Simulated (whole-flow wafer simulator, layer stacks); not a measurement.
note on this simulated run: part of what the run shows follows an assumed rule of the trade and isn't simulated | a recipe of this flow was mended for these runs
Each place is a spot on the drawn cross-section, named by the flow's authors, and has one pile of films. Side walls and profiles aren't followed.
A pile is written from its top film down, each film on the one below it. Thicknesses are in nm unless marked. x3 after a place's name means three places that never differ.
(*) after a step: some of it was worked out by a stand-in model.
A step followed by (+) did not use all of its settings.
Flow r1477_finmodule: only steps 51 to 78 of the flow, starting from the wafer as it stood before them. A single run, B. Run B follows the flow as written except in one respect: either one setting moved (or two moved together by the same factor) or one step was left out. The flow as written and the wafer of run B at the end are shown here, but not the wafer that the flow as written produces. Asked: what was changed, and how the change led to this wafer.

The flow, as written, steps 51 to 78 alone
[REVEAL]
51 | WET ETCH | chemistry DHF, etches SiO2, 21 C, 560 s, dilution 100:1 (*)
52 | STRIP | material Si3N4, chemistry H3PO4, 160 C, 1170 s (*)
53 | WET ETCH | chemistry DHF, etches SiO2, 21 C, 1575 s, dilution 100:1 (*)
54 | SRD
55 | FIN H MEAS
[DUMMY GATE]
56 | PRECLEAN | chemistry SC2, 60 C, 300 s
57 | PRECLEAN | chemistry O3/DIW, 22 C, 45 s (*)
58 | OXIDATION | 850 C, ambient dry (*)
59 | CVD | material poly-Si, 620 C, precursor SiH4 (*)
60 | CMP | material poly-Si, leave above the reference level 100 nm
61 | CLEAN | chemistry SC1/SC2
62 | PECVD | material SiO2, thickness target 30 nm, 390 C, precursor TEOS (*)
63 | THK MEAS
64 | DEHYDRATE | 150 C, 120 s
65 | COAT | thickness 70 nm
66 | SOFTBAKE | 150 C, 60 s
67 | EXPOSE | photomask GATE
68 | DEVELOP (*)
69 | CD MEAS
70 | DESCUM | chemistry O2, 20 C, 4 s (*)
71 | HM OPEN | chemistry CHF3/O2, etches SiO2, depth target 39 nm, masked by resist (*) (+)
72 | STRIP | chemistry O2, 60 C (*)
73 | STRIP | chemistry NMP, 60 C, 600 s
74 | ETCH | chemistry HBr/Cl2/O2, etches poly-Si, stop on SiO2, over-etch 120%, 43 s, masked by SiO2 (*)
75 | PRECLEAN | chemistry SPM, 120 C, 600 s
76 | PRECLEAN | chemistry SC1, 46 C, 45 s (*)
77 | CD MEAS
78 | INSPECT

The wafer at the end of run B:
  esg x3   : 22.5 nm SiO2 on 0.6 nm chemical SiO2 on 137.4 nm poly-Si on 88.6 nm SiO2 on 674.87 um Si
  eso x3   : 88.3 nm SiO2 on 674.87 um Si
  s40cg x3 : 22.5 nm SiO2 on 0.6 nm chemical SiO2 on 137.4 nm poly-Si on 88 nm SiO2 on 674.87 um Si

Cause: step 53, WET ETCH: 18.2 C was run, whereas the flow has 21 C.

Step by step, how the change led to this:
  53 | WET ETCH | chemistry DHF, etches SiO2, 21 C, 1575 s, dilution 100:1 (*)
      esg x3, e200sg, s40cg x3, s40sg x3, eso x3, e200so, s40co x3, s40so x3: SiO2 loses 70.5 (in the flow as written it would be: SiO2 loses 79.1)
      pad, padg: SiO2 loses 76.3 (in the flow as written it would be: SiO2 loses 85.7)
  59 | CVD | material poly-Si, 620 C, precursor SiH4 (*)
      esg x3, s40cg x3, s40sg x3, eso x3, s40co x3, s40so x3: poly-Si gains 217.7 (new film) (in the flow as written it would be: poly-Si gains 226.3 (new film))
      e200sg, e200so: poly-Si gains 210.6 (new film) (in the flow as written it would be: poly-Si gains 219.2 (new film))
  60 | CMP | material poly-Si, leave above the reference level 100 nm
      pad, padg: poly-Si loses 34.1 (in the flow as written it would be: poly-Si loses 24.8)
  74 | ETCH | chemistry HBr/Cl2/O2, etches poly-Si, stop on SiO2, over-etch 120%, 43 s, masked by SiO2 (*)
      eso x3, e200so, s40co x3, s40so x3: chemical SiO2 loses 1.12 (all of it), poly-Si loses 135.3 (all of it), SiO2 loses 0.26 (in the flow as written it would be: chemical SiO2 loses 1.12 (all of it), poly-Si loses 143.9 (all of it), SiO2 loses 0.22)
      pad: chemical SiO2 loses 1.12 (all of it), poly-Si loses 143.5 (all of it), SiO2 loses 0.22 (in the flow as written it would be: chemical SiO2 loses 1.12 (all of it), poly-Si loses 152.8 (all of it), SiO2 loses 0.17)
